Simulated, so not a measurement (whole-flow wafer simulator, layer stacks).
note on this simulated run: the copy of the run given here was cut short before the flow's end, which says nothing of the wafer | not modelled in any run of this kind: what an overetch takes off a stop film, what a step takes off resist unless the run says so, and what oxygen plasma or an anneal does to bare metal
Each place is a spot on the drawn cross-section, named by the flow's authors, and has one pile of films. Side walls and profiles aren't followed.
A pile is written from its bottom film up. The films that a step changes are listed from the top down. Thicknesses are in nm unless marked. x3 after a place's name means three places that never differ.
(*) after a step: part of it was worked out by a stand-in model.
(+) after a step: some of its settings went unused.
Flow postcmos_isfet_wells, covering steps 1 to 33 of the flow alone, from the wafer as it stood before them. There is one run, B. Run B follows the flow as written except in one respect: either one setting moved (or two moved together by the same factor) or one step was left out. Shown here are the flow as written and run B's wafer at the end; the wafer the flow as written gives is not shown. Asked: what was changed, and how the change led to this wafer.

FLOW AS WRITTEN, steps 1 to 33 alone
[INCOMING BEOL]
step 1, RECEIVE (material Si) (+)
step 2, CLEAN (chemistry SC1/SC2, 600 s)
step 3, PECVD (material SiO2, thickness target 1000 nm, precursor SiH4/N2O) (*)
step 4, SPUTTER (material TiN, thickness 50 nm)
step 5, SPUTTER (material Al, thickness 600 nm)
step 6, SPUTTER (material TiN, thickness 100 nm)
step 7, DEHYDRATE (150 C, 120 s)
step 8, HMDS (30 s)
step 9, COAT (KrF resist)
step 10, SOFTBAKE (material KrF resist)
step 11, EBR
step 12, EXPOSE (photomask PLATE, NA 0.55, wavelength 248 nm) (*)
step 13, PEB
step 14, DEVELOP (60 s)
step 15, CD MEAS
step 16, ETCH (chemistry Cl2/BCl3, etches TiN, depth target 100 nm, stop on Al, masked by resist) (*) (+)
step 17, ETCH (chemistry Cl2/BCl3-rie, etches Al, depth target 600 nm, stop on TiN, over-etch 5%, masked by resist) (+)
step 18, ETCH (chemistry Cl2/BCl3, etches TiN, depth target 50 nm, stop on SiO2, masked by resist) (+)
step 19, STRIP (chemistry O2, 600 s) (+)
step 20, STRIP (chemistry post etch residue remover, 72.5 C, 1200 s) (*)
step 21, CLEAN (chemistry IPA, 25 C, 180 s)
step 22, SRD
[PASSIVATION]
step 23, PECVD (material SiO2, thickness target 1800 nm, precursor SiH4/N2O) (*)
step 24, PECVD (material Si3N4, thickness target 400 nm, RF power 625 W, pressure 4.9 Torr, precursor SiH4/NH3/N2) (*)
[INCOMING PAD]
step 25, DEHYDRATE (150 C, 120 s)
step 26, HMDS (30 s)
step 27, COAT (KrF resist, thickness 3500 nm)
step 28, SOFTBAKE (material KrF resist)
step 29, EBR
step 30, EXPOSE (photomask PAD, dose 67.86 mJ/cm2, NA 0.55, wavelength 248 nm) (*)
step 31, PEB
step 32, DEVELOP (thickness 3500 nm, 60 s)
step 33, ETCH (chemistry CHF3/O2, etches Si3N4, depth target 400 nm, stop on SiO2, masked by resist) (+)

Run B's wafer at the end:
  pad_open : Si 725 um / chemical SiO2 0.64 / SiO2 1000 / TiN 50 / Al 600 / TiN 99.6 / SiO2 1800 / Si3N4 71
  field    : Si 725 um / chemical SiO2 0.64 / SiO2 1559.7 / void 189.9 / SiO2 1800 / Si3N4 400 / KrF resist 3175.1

Cause: step 33, ETCH: depth target 329 nm was run, while the flow as written has depth target 400 nm.

How this came from the change, step by step:
  step 33, ETCH (chemistry CHF3/O2, etches Si3N4, depth target 400 nm, stop on SiO2, masked by resist) (+)
      pad_open: Si3N4 loses 329 (as written it would have been: Si3N4 loses 400 (all of it))
      field, margin x7: KrF resist loses 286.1 (as written it would have been: KrF resist loses 347.8)
